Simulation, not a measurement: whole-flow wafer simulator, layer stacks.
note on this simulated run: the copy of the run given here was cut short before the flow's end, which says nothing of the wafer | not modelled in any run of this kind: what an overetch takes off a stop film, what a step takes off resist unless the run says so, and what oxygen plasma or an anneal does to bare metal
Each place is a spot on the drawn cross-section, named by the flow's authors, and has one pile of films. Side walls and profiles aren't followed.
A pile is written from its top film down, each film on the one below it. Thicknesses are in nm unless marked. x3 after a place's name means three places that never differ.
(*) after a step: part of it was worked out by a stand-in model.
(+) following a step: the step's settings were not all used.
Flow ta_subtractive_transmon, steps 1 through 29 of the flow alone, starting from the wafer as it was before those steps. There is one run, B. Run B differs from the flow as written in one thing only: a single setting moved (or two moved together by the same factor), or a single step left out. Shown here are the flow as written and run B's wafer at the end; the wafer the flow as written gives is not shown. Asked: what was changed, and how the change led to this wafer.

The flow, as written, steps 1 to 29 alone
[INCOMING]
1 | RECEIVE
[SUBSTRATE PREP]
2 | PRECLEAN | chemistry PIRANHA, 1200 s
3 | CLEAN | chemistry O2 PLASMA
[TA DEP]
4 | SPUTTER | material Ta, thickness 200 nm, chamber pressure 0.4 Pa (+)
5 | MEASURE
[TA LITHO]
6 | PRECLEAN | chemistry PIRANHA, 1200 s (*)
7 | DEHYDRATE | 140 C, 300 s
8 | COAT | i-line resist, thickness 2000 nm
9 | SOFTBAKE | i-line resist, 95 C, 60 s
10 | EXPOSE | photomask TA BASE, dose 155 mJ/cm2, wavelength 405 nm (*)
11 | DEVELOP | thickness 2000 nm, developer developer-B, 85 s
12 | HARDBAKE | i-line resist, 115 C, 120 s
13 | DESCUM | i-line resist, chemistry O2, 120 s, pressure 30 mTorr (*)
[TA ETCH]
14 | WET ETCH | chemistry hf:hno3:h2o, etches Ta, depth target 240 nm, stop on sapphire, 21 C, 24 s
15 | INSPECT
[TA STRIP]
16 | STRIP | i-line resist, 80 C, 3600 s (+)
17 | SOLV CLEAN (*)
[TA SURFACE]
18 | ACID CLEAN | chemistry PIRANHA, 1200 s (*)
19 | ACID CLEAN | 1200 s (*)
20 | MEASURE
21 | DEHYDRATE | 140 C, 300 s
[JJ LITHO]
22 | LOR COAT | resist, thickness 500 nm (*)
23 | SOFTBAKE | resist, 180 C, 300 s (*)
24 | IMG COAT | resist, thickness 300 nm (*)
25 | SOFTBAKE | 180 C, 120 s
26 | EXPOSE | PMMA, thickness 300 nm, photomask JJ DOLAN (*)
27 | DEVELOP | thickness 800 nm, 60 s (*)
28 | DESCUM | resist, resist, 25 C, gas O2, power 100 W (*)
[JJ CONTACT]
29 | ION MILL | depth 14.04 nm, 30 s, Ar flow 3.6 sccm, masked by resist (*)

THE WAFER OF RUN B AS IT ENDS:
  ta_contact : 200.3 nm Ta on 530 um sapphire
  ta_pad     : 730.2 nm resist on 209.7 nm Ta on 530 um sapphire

Cause: step 4, SPUTTER: thickness 210 nm was run, though the flow has thickness 200 nm.

Step by step, how the change led to this:
  4 | SPUTTER | material Ta, thickness 200 nm, chamber pressure 0.4 Pa (+)
      field x2, jj_line, lead, ta_contact, ta_pad: Ta gains 210 (new film) (it would be, as written: Ta gains 200 (new film))
  14 | WET ETCH | chemistry hf:hno3:h2o, etches Ta, depth target 240 nm, stop on sapphire, 21 C, 24 s
      field x2, jj_line, lead: Ta loses 210 (all of it) (it would be, as written: Ta loses 200 (all of it))
